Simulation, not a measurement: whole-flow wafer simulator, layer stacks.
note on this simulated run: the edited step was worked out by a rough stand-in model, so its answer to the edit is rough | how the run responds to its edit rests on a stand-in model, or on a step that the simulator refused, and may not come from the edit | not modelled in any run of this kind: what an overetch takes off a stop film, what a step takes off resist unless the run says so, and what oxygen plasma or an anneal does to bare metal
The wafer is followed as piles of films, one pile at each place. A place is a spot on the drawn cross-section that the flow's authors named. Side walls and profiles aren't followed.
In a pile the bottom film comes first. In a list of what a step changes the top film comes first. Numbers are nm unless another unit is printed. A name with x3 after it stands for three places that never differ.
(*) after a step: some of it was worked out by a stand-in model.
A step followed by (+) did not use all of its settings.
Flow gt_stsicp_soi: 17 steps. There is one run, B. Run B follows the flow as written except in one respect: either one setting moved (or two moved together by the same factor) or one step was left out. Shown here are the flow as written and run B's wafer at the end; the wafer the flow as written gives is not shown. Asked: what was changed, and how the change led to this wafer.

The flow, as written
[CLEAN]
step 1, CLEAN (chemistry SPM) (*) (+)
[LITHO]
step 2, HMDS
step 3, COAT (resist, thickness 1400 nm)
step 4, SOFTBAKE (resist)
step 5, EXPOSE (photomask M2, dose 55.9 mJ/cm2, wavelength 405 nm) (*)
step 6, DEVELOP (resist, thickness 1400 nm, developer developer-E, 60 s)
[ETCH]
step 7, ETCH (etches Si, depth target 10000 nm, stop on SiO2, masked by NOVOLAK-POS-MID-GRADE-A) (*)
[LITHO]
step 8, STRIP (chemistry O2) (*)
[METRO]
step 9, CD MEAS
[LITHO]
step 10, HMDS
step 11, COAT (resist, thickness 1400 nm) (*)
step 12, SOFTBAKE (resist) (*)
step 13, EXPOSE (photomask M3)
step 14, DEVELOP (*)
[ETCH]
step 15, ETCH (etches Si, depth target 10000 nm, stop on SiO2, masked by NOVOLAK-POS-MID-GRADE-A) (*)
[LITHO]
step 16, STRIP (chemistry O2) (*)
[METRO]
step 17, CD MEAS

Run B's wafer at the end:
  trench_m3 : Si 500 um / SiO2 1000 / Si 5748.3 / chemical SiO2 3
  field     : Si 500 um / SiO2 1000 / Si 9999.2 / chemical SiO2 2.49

Cause: step 15, ETCH: depth target 4250 nm was run, while the flow as written has depth target 10000 nm.

The path from the change to this, step by step:
  step 15, ETCH (etches Si, depth target 10000 nm, stop on SiO2, masked by NOVOLAK-POS-MID-GRADE-A) (*)
      trench_m3: chemical SiO2 loses 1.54 (all of it), Si loses 4250 (in the flow as written it would be: chemical SiO2 loses 1.54 (all of it), Si loses 9999.6 (all of it))
      field, trench_m2: resist loses 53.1 (in the flow as written it would be: resist loses 125)
  step 16, STRIP (chemistry O2) (*)
      trench_m3: chemical SiO2 gains 3 (new film), Si loses 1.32 (in the flow as written it would be: nothing)
      field: resist loses 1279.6 (all of it), chemical SiO2 gains 0.95, Si loses 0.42 (in the flow as written it would be: resist loses 1207.8 (all of it), chemical SiO2 gains 0.94, Si loses 0.41)
